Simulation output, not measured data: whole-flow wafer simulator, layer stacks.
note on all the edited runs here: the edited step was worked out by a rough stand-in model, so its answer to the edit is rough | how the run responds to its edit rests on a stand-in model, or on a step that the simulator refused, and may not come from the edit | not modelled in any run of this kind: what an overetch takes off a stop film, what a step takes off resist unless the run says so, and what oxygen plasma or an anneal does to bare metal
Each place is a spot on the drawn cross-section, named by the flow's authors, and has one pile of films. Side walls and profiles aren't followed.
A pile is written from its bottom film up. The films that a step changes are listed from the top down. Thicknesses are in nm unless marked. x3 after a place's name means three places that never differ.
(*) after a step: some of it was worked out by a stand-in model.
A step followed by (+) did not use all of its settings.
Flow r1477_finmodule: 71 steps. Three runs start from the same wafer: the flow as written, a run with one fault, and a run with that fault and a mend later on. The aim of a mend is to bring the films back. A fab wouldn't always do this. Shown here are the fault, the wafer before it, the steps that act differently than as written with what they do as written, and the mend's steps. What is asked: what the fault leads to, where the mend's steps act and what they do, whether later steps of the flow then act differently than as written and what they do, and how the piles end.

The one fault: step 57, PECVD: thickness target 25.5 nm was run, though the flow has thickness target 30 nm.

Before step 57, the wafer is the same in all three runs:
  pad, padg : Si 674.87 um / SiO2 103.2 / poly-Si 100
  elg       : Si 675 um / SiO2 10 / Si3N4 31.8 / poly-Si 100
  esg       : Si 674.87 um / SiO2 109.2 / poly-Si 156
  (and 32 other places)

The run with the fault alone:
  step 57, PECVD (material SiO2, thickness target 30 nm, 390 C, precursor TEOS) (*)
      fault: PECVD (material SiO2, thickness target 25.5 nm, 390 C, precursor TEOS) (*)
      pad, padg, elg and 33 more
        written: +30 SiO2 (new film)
        fault: +25.5 SiO2 (new film)
  Steps later in the flow that act otherwise than as written (1 other step is not shown; it differs only slightly, by no more than 2% or 0.5 nm, whichever is larger):
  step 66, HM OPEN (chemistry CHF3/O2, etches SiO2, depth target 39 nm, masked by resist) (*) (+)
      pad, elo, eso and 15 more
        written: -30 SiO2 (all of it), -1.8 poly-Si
        fault: -25.5 SiO2 (all of it), -2.55 poly-Si
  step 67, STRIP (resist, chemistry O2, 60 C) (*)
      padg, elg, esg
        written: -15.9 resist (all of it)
        fault: -16.6 resist (all of it)
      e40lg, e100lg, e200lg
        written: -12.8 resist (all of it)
        fault: -13.5 resist (all of it)
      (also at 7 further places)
  The piles end different from the flow's at padg, elg, esg and 15 more by more than 2% or 0.5 nm, whichever is larger.
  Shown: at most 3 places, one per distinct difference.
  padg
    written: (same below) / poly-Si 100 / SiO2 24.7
    fault: (same below) / poly-Si 100 / SiO2 20.2
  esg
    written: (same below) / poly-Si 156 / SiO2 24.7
    fault: (same below) / poly-Si 156 / SiO2 20.2
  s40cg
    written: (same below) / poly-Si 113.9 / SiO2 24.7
    fault: (same below) / poly-Si 113.9 / SiO2 20.2

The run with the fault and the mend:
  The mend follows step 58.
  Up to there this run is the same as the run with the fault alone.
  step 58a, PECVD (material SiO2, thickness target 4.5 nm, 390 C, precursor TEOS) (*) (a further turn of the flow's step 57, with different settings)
      pad, padg, elg and 33 more
        +4.5 SiO2
  None of the later steps of the flow acts differently than as written at any place that is followed.
  By the end, the piles equal the flow's at every place that both follow.
